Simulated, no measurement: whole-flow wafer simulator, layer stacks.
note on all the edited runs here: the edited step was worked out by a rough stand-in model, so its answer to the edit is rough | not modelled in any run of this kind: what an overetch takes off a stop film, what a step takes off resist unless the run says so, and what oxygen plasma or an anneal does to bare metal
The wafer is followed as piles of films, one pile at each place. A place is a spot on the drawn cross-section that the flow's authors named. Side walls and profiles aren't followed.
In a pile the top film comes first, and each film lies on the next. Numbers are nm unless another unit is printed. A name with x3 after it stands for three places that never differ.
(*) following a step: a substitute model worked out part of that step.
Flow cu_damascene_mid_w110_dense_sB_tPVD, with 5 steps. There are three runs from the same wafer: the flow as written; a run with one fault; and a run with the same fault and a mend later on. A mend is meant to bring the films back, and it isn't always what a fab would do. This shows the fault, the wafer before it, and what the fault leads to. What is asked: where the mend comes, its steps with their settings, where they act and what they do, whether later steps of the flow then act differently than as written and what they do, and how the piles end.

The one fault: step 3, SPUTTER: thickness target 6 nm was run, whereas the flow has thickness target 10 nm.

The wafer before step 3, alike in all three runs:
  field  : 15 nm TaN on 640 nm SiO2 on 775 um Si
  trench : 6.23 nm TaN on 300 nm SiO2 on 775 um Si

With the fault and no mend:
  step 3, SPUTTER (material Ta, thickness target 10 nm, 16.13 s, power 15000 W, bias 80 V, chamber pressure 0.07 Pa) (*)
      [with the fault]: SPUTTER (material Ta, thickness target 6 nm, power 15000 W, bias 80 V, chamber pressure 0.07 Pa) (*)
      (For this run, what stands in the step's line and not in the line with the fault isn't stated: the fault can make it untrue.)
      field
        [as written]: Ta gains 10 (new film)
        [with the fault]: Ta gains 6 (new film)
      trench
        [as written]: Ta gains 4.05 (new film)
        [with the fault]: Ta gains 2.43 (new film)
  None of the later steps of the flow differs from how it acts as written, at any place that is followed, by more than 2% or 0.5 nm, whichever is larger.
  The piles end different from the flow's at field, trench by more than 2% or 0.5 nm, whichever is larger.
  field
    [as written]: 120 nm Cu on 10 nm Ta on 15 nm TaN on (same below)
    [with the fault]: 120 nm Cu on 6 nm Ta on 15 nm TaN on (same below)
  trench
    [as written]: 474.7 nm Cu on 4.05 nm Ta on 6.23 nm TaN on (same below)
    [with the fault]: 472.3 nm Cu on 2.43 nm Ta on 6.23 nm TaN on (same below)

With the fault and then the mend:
  The mend stands after step 3.
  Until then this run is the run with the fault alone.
  step 3a, SPUTTER (material Ta, thickness target 4 nm, power 15000 W, bias 80 V, chamber pressure 0.07 Pa) (*) (the flow's step 3 again, with other settings)
      field
        Ta gains 4
      trench
        Ta gains 1.58
  None of the later steps of the flow differs from how it acts as written, at any place that is followed, by more than 2% or 0.5 nm, whichever is larger.
  The piles end only slightly different from the flow's at the places that both follow, by no more than 2% or 0.5 nm, whichever is larger.
